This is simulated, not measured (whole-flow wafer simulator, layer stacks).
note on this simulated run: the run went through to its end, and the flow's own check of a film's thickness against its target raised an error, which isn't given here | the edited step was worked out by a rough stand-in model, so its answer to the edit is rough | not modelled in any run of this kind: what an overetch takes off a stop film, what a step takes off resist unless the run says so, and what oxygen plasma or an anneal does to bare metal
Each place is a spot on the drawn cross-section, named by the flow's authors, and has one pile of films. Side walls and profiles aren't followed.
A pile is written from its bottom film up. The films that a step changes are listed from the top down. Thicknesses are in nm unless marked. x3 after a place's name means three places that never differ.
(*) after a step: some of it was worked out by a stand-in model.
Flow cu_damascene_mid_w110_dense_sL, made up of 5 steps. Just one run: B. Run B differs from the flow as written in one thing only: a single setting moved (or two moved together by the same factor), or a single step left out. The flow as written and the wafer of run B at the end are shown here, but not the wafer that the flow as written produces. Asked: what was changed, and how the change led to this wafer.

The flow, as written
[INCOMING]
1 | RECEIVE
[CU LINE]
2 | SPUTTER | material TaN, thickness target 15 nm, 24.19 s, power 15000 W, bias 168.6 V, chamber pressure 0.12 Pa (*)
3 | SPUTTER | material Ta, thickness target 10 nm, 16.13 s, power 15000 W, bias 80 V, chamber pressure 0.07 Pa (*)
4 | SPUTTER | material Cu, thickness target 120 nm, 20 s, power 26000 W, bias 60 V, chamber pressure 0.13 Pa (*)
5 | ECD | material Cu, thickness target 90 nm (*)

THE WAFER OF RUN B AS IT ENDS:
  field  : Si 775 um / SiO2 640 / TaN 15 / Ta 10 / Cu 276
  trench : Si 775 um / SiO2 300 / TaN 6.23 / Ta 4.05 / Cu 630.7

What caused this: step 4, SPUTTER: thickness target 186 nm was run, though the flow has thickness target 120 nm; step 4, SPUTTER: 31 s was run, where the flow has 20 s.

Step by step, how the change led to this:
  4 | SPUTTER | material Cu, thickness target 120 nm, 20 s, power 26000 W, bias 60 V, chamber pressure 0.13 Pa (*)
      field: Cu gains 186 (new film) (in the flow as written it would be: Cu gains 120 (new film))
      trench: Cu gains 77.4 (new film) (in the flow as written it would be: Cu gains 49.9 (new film))
  5 | ECD | material Cu, thickness target 90 nm (*)
      trench: Cu gains 553.3 (in the flow as written it would be: Cu gains 514.8)
